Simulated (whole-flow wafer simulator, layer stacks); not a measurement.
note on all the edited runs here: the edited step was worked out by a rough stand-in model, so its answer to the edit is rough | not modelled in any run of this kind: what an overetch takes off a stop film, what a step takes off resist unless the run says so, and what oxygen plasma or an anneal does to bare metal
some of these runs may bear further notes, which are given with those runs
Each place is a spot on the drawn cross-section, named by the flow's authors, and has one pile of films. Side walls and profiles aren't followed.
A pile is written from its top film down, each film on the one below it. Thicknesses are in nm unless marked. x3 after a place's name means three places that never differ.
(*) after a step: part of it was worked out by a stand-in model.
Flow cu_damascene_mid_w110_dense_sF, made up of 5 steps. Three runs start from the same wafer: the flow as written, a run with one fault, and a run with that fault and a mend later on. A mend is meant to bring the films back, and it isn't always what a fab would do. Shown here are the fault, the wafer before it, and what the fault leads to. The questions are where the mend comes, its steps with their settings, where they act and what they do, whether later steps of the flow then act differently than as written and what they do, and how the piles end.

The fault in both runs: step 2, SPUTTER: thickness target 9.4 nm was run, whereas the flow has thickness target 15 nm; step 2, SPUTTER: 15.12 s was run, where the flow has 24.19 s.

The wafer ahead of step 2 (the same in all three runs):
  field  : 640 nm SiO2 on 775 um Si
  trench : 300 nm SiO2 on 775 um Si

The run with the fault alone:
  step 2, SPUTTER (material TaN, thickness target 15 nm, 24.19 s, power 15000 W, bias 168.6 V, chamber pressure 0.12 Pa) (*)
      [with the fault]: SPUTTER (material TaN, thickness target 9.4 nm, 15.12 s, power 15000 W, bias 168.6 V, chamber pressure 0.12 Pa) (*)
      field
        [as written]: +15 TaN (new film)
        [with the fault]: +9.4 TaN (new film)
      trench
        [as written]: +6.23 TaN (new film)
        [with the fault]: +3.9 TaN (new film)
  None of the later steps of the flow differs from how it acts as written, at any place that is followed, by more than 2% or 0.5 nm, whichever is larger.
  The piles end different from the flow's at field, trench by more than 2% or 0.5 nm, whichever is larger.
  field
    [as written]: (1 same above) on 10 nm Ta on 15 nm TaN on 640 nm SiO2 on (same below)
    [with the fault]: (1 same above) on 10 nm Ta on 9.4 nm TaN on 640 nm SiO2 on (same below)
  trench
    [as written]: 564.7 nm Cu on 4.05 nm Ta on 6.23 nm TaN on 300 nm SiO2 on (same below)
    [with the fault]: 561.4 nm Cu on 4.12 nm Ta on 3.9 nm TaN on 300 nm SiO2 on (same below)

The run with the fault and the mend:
  The mend follows step 2.
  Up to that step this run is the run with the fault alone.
  step 2a, SPUTTER (material TaN, thickness target 5.6 nm, 9.031 s, power 15000 W, bias 168.6 V, chamber pressure 0.12 Pa) (*) (a further turn of the flow's step 2, with different settings)
      field
        +5.6 TaN
      trench
        +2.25 TaN
  None of the later steps of the flow differs from how it acts as written, at any place that is followed, by more than 2% or 0.5 nm, whichever is larger.
  When the end is reached, the piles differ only a little from the flow's at the places that both follow, at most by 2% or 0.5 nm, whichever is larger.
